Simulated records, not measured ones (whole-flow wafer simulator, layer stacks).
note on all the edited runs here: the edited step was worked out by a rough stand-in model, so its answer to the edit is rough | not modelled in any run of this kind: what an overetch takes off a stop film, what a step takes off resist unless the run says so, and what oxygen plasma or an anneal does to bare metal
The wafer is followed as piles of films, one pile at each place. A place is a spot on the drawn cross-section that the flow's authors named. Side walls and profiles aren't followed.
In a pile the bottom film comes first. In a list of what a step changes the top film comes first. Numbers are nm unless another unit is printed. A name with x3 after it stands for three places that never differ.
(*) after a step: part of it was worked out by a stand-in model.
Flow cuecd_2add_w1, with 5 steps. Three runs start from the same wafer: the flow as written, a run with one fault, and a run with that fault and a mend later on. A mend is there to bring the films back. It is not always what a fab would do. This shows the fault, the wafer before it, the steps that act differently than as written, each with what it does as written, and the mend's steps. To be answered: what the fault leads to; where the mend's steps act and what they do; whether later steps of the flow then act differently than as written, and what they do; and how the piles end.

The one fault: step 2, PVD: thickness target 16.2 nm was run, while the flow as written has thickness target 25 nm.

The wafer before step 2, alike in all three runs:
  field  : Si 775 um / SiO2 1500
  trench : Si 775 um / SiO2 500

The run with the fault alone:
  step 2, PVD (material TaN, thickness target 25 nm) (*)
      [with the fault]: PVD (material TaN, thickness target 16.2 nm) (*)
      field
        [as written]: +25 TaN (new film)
        [with the fault]: +16.2 TaN (new film)
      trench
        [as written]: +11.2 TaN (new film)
        [with the fault]: +7.28 TaN (new film)
  Every later step of the flow that is run acts as written, at every place that is followed, to within 2% or 0.5 nm, whichever is larger.
  By the end, the piles at field, trench depart from the flow's by more than 2% or 0.5 nm, whichever is larger.
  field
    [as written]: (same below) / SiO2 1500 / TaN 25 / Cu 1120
    [with the fault]: (same below) / SiO2 1500 / TaN 16.2 / Cu 1120
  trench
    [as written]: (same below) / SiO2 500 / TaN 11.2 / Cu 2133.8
    [with the fault]: (same below) / SiO2 500 / TaN 7.28 / Cu 2128.9

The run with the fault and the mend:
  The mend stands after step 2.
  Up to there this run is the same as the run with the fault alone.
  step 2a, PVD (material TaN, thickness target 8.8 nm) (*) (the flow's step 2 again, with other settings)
      field
        +8.8 TaN
      trench
        +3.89 TaN
  Every later step of the flow that is run acts as written at every place that is followed.
  By the end, the piles equal the flow's at every place that both follow.
